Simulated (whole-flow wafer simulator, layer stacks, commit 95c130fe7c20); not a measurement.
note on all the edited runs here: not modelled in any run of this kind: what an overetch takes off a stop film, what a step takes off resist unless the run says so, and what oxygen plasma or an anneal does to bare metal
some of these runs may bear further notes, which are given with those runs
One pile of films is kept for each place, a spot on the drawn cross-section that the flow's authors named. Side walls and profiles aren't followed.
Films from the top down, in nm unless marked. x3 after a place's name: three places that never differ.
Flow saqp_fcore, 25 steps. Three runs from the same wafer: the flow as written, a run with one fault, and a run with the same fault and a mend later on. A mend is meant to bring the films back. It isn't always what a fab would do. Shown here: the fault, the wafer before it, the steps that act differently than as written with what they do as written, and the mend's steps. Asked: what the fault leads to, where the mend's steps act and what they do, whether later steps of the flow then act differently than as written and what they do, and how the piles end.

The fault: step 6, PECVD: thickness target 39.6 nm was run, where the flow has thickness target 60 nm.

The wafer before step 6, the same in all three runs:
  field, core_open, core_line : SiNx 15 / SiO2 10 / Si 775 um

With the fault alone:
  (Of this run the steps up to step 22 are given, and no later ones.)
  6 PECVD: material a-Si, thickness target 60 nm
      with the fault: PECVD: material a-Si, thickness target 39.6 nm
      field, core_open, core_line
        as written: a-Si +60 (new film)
        with the fault: a-Si +39.6 (new film)
  No later step of the flow up to step 22 acts differently than as written at any place that is followed.
  After step 22 the piles differ from the flow's by more than 2% or 0.5 nm, whichever is larger, at field, core_open, core_line.
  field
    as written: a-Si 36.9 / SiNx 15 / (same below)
    with the fault: a-Si 16.5 / SiNx 15 / (same below)
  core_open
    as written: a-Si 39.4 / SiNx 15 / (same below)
    with the fault: a-Si 19 / SiNx 15 / (same below)
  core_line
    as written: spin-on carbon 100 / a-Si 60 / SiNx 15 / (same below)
    with the fault: spin-on carbon 100 / a-Si 39.6 / SiNx 15 / (same below)

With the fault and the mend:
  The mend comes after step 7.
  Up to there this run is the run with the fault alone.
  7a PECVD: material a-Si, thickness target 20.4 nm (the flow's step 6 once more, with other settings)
      field, core_open, core_line
        a-Si +20.4
  No later step of the flow acts differently than as written at any place that is followed.
  At the end the piles are the same as the flow's at every place that both follow.
